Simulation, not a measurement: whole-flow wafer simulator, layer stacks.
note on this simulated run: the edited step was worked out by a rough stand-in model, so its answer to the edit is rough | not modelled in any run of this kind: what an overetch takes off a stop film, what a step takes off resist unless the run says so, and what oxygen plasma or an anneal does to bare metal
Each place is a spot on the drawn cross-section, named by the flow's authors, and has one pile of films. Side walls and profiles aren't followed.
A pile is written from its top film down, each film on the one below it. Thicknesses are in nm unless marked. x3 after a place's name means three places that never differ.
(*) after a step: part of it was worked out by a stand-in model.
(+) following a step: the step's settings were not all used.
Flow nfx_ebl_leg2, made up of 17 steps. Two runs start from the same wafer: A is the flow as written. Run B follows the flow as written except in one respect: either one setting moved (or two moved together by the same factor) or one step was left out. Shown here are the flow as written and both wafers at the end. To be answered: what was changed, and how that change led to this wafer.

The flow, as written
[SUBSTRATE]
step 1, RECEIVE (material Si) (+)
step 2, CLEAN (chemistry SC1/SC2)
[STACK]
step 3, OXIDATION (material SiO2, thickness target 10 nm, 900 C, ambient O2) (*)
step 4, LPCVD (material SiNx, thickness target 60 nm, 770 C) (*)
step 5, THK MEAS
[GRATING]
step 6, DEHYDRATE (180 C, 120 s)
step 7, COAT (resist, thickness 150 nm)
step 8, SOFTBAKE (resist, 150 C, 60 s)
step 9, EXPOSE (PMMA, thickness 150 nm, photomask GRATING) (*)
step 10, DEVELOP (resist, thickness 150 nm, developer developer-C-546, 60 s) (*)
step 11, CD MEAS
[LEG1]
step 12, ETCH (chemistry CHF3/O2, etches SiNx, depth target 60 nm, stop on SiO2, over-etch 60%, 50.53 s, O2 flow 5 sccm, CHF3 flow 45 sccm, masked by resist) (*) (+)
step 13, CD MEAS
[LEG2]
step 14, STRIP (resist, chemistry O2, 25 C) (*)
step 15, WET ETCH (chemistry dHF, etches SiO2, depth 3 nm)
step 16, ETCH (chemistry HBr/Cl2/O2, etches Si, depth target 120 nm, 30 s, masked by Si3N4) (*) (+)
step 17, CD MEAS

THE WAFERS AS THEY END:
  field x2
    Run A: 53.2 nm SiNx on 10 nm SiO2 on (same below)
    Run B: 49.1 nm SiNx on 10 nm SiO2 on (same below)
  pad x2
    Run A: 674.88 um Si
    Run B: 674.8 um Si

Cause: step 16, ETCH: depth target 192 nm was run, though the flow has depth target 120 nm; step 16, ETCH: 48 s was run, where the flow has 30 s.

The path from the change to this, step by step:
  step 16, ETCH (chemistry HBr/Cl2/O2, etches Si, depth target 120 nm, 30 s, masked by Si3N4) (*) (+)
      field x2: A -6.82 SiNx | B -10.9 SiNx
      pad x2: A -120 Si | B -192 Si
